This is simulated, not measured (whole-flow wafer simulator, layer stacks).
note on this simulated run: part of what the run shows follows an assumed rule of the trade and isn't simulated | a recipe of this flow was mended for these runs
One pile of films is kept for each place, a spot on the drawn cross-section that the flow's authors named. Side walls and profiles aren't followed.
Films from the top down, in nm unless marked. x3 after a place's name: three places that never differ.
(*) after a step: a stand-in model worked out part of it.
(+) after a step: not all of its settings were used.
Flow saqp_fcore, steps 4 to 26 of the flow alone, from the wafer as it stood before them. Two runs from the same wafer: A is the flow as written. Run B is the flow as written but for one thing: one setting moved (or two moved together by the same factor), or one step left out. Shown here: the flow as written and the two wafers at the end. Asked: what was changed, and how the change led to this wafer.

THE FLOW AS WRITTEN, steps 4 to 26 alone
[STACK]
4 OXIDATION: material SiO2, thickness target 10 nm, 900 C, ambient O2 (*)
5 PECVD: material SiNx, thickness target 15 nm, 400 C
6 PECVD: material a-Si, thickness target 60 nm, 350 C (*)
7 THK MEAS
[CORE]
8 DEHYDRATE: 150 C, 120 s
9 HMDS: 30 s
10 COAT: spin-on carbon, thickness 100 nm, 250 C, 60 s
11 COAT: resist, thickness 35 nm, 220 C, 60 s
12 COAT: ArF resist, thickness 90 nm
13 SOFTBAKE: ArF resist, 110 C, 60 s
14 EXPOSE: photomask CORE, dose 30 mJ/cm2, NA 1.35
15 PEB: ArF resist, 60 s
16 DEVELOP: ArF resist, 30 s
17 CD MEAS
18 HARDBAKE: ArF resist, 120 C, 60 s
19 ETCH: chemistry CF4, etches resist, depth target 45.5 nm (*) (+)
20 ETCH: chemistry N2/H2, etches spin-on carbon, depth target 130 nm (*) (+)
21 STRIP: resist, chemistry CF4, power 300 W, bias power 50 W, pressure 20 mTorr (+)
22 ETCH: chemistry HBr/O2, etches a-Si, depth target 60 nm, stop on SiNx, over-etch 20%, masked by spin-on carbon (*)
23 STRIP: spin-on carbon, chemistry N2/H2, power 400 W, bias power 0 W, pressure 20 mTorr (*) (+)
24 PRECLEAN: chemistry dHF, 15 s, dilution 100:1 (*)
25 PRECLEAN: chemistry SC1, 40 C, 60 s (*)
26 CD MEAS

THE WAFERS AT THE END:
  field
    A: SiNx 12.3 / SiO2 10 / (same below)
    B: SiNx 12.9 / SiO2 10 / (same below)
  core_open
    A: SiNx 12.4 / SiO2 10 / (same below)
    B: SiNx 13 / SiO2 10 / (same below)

The cause: step 22, ETCH: depth target 46.8 nm was run, where the flow has depth target 60 nm.

How the change led to this, step by step:
  22 ETCH: chemistry HBr/O2, etches a-Si, depth target 60 nm, stop on SiNx, over-etch 20%, masked by spin-on carbon (*)
      field: A a-Si -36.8 (all of it), SiNx -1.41 | B a-Si -36.8 (all of it), SiNx -0.77
      core_open: A a-Si -39.4 (all of it), SiNx -1.3 | B a-Si -39.4 (all of it), SiNx -0.67
      (and at 1 more place)
  23 STRIP: spin-on carbon, chemistry N2/H2, power 400 W, bias power 0 W, pressure 20 mTorr (*) (+)
      core_line: A spin-on carbon -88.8 (all of it) | B spin-on carbon -86.2 (all of it)
